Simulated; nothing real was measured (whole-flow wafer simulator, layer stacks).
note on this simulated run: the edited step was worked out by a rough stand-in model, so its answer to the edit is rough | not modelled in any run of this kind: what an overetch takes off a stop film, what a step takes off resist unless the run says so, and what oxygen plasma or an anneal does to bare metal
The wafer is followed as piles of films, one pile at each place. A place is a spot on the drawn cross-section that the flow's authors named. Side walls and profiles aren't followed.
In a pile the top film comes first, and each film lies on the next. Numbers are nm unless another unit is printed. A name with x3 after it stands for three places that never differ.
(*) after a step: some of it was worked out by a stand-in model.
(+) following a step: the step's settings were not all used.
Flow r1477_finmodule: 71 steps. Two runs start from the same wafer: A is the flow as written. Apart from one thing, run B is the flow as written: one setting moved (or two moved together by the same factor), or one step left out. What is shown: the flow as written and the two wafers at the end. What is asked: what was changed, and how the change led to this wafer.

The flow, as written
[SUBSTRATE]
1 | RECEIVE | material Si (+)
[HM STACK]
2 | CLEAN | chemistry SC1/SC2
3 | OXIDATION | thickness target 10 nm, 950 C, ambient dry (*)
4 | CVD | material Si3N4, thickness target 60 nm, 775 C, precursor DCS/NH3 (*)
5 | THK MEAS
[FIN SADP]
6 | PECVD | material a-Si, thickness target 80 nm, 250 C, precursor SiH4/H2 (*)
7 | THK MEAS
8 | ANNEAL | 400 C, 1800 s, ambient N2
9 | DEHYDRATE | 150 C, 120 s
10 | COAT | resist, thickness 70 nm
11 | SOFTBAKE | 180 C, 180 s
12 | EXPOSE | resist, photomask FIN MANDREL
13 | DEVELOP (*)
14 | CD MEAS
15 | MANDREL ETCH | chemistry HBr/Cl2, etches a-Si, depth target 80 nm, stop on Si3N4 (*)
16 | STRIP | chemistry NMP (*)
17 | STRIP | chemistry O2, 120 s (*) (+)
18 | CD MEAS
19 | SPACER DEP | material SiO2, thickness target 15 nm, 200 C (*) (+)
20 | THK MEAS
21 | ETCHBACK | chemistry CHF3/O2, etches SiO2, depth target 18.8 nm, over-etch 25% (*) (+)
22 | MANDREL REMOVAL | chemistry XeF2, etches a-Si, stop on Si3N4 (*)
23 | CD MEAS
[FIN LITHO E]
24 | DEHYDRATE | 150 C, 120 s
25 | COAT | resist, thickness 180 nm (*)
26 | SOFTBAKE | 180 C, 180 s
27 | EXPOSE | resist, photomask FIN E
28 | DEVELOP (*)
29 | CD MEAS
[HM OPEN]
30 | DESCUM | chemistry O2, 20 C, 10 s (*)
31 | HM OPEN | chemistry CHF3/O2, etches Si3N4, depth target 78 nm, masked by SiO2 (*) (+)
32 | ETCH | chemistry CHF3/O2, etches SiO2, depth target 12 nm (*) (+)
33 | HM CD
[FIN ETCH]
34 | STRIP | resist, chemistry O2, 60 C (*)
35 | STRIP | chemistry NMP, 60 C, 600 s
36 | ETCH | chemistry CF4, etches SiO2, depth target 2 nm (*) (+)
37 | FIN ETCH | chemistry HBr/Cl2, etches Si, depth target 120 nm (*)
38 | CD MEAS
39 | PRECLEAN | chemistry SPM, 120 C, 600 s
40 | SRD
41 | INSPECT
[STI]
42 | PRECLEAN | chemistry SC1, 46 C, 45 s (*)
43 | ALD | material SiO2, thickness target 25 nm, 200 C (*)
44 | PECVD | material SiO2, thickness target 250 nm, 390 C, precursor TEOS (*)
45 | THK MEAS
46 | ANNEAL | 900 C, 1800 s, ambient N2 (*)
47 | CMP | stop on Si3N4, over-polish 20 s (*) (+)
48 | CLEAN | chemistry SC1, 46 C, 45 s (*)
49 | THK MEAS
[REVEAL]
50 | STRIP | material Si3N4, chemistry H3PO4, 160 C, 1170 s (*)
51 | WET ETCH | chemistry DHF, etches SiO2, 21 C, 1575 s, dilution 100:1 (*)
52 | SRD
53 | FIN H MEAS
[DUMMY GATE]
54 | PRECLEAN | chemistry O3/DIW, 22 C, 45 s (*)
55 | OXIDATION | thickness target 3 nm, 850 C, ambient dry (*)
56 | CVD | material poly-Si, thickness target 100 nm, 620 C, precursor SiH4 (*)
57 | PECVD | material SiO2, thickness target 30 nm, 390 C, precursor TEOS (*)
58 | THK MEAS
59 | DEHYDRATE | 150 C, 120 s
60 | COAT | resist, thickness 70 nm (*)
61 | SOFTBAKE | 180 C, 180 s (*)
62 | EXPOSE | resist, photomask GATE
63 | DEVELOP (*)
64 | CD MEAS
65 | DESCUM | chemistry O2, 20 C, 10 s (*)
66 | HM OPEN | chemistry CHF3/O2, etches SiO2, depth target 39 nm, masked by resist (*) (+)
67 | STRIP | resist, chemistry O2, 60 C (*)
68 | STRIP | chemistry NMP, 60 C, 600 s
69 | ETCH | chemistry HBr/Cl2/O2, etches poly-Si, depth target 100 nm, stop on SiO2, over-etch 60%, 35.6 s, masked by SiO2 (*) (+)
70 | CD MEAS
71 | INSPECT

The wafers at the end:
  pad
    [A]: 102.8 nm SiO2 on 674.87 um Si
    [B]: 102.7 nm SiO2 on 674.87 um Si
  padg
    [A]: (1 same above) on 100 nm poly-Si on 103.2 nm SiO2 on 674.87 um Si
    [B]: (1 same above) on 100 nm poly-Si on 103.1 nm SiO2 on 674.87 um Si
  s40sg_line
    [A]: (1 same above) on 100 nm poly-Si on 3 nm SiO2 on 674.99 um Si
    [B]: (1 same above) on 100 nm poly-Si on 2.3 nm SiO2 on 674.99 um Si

The reason: step 55, OXIDATION: thickness target 2.3 nm was run, though the flow has thickness target 3 nm.
One can read it off the wafer: s40sg_line has SiO2 2.3, and step 55 as written asks for 3 nm.

How this came from the change, step by step:
  55 | OXIDATION | thickness target 3 nm, 850 C, ambient dry (*)
      s40sg_line, s45sg_line, s50sg_line, s40so_line, s45so_line, s50so_line: A +3 SiO2 (new film), -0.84 chemical SiO2 (all of it), -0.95 Si | B +2.3 SiO2 (new film), -0.84 chemical SiO2 (all of it), -0.64 Si
